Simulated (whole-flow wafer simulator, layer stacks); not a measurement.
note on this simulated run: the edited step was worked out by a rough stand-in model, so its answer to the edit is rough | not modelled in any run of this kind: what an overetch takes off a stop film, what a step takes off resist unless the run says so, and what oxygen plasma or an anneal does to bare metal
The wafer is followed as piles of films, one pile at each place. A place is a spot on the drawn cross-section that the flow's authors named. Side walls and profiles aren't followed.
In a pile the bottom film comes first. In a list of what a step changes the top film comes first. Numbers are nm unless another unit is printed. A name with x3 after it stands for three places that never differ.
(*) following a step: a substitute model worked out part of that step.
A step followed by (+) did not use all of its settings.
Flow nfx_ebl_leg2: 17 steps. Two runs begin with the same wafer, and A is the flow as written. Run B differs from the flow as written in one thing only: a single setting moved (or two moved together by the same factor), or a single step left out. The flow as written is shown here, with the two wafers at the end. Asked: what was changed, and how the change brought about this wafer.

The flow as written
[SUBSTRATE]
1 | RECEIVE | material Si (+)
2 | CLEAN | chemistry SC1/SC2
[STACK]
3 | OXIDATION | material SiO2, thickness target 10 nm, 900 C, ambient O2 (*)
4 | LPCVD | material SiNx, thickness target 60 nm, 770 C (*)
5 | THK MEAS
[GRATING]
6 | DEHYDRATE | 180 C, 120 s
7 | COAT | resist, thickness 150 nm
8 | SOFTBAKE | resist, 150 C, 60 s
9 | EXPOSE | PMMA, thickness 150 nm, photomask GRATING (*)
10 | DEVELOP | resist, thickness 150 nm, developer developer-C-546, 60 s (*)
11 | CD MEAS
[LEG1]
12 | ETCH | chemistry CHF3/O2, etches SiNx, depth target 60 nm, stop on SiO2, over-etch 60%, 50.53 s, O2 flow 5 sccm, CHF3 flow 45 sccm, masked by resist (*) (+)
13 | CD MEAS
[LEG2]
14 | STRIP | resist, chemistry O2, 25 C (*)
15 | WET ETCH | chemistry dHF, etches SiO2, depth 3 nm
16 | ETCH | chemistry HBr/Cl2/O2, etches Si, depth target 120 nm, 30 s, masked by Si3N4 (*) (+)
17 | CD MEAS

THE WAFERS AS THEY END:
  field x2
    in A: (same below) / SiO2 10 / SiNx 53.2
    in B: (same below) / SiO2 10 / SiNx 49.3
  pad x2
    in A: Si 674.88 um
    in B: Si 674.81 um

The reason: step 16, ETCH: depth target 189 nm was run, whereas the flow has depth target 120 nm; step 16, ETCH: 47.2 s was run, where the flow has 30 s.

The path from the change to this, step by step:
  16 | ETCH | chemistry HBr/Cl2/O2, etches Si, depth target 120 nm, 30 s, masked by Si3N4 (*) (+)
      field x2: A SiNx loses 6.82 | B SiNx loses 10.7
      pad x2: A Si loses 120 | B Si loses 189
